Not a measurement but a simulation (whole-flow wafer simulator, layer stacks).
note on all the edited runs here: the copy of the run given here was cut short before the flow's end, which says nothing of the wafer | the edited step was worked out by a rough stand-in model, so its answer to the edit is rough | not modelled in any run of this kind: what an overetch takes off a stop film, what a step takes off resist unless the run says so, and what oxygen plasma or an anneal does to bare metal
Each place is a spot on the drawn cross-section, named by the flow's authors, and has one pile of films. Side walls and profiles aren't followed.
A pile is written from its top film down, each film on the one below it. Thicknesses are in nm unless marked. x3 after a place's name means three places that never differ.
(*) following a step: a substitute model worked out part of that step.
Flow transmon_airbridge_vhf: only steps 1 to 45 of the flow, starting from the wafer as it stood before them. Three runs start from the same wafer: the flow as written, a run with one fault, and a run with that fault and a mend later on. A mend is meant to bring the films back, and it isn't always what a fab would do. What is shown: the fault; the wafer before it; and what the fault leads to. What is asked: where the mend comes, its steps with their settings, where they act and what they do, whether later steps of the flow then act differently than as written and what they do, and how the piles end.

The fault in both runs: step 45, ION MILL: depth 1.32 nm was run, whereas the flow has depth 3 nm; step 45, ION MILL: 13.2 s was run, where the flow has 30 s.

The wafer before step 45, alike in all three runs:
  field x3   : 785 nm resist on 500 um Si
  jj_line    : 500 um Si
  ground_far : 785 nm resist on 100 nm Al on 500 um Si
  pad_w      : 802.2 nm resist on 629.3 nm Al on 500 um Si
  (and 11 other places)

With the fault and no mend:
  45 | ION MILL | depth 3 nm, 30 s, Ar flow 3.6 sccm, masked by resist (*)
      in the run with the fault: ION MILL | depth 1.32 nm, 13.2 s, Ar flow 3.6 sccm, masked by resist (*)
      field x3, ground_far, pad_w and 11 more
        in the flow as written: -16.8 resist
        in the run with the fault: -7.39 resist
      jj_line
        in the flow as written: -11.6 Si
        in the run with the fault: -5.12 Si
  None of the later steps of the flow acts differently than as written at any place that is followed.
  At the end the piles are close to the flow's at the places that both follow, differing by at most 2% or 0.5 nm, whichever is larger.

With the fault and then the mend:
  The mend stands after step 45.
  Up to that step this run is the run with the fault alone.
  45a | ION MILL | depth 1.68 nm, 16.8 s, Ar flow 3.6 sccm, masked by resist (*) (the flow's step 45 again, with other settings)
      field x3, ground_far, pad_w and 11 more
        -9.4 resist
      jj_line
        -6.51 Si
  None of the later steps of the flow acts differently than as written at any place that is followed.
  At every place that both follow, the piles at the end match the flow's.
